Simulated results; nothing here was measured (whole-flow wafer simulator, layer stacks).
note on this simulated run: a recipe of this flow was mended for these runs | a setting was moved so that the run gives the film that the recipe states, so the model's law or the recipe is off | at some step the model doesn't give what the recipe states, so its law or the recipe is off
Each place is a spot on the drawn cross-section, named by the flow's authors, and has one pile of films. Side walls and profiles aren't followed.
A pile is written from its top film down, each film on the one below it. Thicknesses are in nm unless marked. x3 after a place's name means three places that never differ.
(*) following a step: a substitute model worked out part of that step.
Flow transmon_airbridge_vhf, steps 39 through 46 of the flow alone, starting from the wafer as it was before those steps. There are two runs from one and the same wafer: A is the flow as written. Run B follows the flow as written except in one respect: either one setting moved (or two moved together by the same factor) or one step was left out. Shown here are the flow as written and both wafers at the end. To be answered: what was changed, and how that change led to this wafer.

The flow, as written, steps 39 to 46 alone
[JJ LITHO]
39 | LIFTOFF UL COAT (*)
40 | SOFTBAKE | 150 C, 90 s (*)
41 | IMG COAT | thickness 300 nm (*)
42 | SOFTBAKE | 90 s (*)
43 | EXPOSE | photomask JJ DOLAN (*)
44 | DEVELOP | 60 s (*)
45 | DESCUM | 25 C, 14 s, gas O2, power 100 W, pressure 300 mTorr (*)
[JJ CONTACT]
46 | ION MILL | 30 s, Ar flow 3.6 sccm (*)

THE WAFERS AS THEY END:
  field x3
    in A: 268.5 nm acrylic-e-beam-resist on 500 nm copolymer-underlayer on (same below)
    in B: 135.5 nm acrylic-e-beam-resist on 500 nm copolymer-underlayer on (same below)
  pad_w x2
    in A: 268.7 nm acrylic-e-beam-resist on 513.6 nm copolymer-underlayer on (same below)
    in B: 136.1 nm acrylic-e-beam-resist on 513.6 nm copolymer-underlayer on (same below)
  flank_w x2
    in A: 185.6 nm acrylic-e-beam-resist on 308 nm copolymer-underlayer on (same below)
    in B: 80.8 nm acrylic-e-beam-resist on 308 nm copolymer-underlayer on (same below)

What caused this: step 41, IMG COAT: thickness 167 nm was run, whereas the flow has thickness 300 nm.

How this came from the change, step by step:
  41 | IMG COAT | thickness 300 nm (*)
      field x3, jj_line, ground_far x3: A +300 acrylic-e-beam-resist (new film) | B +167 acrylic-e-beam-resist (new film)
      pad_w x2: A +300.2 acrylic-e-beam-resist (new film) | B +167.6 acrylic-e-beam-resist (new film)
      (also at 8 further places)
  44 | DEVELOP | 60 s (*)
      jj_line: A -300 acrylic-e-beam-resist (all of it), -500 copolymer-underlayer (all of it) | B -167 acrylic-e-beam-resist (all of it), -500 copolymer-underlayer (all of it)
